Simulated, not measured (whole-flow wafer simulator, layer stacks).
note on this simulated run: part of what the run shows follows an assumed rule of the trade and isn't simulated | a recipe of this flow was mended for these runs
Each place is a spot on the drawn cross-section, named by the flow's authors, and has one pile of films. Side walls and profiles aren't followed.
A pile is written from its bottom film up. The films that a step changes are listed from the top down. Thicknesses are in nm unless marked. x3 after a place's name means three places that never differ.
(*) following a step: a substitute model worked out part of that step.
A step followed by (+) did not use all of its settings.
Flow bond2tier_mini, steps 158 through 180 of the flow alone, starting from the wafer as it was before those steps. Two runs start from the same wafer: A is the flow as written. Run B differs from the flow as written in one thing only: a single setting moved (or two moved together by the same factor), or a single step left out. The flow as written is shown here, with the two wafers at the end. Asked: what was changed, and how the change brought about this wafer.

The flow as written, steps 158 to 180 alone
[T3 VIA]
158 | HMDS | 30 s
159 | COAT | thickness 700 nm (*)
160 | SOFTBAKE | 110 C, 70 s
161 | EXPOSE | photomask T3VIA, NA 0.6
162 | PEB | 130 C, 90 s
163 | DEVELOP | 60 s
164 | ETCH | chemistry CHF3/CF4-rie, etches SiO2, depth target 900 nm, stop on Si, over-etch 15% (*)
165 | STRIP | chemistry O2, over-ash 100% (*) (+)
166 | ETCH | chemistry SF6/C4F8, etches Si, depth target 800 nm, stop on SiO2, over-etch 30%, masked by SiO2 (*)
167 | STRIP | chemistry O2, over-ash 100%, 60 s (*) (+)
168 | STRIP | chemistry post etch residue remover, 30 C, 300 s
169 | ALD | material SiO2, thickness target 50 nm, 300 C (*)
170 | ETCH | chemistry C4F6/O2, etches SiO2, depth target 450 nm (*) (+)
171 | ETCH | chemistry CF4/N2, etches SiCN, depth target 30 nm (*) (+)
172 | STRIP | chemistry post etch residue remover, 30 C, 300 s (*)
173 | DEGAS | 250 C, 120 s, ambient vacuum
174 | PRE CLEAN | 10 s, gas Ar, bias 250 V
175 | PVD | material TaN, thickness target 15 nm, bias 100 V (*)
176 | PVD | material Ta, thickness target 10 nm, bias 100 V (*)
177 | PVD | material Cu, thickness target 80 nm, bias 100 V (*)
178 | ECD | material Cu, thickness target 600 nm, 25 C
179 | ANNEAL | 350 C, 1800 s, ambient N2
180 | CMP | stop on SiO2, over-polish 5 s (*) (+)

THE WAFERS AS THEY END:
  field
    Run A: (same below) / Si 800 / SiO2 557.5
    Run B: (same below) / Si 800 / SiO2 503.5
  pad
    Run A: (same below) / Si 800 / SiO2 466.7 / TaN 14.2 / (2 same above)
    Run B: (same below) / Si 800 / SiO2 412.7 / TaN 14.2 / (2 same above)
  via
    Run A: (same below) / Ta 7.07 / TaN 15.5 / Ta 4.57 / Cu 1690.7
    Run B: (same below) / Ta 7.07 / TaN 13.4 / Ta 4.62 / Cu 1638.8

Cause: step 170, ETCH: depth target 504 nm was run, whereas the flow has depth target 450 nm.

Step by step, how the change led to this:
  170 | ETCH | chemistry C4F6/O2, etches SiO2, depth target 450 nm (*) (+)
      field, pad: A SiO2 loses 450 | B SiO2 loses 504
      via: A SiO2 loses 348.1 (all of it), SiCN loses 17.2 | B SiO2 loses 348.1 (all of it), SiCN loses 26.3
  171 | ETCH | chemistry CF4/N2, etches SiCN, depth target 30 nm (*) (+)
      via: A SiCN loses 17.6 (all of it), TaN loses 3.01 | B SiCN loses 8.54 (all of it), TaN loses 5.23
  178 | ECD | material Cu, thickness target 600 nm, 25 C
      via: A Cu gains 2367 | B Cu gains 2314.7
